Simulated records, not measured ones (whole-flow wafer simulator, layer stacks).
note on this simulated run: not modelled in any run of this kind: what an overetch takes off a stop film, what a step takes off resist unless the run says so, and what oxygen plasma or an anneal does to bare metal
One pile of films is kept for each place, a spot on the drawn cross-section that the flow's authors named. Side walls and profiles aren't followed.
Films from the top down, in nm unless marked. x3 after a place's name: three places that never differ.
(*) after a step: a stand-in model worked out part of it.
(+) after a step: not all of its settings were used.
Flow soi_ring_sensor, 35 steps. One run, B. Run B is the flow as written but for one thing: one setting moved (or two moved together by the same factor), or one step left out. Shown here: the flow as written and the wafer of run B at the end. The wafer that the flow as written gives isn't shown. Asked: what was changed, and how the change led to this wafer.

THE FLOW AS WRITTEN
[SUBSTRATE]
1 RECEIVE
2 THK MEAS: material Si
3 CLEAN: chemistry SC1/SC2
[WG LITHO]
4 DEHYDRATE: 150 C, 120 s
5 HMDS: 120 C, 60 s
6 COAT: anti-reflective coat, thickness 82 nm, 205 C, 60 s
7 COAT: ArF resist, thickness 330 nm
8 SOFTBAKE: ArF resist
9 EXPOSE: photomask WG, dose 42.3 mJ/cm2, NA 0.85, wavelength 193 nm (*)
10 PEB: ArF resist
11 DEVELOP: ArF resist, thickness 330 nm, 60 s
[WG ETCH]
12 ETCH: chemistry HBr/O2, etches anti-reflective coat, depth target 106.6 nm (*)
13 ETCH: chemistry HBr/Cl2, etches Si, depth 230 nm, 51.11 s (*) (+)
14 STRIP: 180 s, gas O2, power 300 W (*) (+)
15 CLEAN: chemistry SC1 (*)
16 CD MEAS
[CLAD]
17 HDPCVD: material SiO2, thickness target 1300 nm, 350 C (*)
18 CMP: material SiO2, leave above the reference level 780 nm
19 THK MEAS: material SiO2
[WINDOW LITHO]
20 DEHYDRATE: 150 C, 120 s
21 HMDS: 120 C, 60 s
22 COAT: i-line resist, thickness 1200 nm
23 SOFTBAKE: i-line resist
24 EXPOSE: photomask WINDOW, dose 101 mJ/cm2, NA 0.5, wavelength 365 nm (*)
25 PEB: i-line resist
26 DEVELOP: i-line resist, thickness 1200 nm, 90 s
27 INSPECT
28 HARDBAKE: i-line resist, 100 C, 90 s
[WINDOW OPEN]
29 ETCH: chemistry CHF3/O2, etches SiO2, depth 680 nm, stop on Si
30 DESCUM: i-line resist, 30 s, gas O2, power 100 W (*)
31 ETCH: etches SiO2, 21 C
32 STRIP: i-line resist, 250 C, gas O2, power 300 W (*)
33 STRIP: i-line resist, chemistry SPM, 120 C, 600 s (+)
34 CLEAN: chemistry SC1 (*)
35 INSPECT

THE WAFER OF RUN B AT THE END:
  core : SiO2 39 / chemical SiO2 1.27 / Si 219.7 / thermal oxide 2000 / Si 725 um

The cause: step 29, ETCH: depth 279 nm was run, where the flow has depth 680 nm.

How the change led to this, step by step:
  29 ETCH: chemistry CHF3/O2, etches SiO2, depth 680 nm, stop on Si
      core, gap, window: SiO2 -279 (as written it would be: SiO2 -680)
      field, core_clad, gap_clad: i-line resist -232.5 (as written it would be: i-line resist -566.7)
  31 ETCH: etches SiO2, 21 C
      core: SiO2 -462 (as written it would be: SiO2 -100 (all of it), chemical SiO2 -1.27 (all of it))
  32 STRIP: i-line resist, 250 C, gas O2, power 300 W (*)
      core: nothing (as written it would be: chemical SiO2 +1.23 (new film), Si -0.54)
      field, core_clad: i-line resist -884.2 (all of it) (as written it would be: i-line resist -550.1 (all of it))
